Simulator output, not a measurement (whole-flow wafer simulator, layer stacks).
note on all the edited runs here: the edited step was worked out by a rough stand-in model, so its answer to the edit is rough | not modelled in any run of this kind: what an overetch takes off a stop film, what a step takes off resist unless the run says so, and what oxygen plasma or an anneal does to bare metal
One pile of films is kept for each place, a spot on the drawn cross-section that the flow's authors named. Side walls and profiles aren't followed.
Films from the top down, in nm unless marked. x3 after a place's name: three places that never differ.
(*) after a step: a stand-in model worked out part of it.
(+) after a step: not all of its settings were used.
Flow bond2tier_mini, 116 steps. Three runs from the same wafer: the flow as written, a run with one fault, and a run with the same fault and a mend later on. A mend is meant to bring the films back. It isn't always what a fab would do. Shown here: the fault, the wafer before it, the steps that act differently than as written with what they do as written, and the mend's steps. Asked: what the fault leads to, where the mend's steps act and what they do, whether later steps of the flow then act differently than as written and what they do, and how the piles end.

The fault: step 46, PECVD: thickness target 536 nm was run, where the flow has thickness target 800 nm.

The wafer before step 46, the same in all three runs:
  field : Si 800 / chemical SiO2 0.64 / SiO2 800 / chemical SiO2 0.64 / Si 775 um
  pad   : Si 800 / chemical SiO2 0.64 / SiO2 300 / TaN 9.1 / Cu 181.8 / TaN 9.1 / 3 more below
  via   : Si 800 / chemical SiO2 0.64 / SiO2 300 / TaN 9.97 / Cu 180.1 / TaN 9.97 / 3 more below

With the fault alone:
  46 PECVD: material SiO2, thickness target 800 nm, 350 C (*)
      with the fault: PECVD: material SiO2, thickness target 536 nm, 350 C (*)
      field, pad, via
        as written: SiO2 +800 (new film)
        with the fault: SiO2 +536 (new film)
  Later steps of the flow that act differently than as written:
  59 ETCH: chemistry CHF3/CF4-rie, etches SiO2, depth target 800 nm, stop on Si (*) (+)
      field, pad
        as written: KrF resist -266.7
        with the fault: KrF resist -249.5
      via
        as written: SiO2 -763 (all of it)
        with the fault: SiO2 -499 (all of it)
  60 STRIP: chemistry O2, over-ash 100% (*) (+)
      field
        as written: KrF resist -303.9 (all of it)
        with the fault: KrF resist -321.1 (all of it)
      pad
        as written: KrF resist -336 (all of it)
        with the fault: KrF resist -353.1 (all of it)
  At the end the piles differ from the flow's by more than 2% or 0.5 nm, whichever is larger, at field, pad.
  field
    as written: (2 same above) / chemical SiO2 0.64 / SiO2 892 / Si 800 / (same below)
    with the fault: (2 same above) / chemical SiO2 0.64 / SiO2 628 / Si 800 / (same below)
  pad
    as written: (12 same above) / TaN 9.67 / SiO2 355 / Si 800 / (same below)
    with the fault: (12 same above) / TaN 9.67 / SiO2 91 / Si 800 / (same below)

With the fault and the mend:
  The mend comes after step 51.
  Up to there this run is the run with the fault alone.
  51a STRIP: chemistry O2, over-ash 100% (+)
      field
        KrF resist -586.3 (all of it)
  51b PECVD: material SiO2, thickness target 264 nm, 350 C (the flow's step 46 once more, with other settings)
      field, pad, via
        SiO2 +264
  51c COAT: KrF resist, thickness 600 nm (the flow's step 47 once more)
      field, pad, via
        KrF resist +600 (new film)
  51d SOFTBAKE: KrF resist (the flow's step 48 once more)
      changes no film at any place that is followed
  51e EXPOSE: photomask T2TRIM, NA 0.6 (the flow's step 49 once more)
      changes no film at any place that is followed
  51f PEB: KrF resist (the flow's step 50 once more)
      changes no film at any place that is followed
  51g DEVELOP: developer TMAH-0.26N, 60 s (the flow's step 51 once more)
      pad, via
        KrF resist -600 (all of it)
      field
        KrF resist -13.7
  No later step of the flow acts differently than as written at any place that is followed.
  At the end the piles are the same as the flow's at every place that both follow.
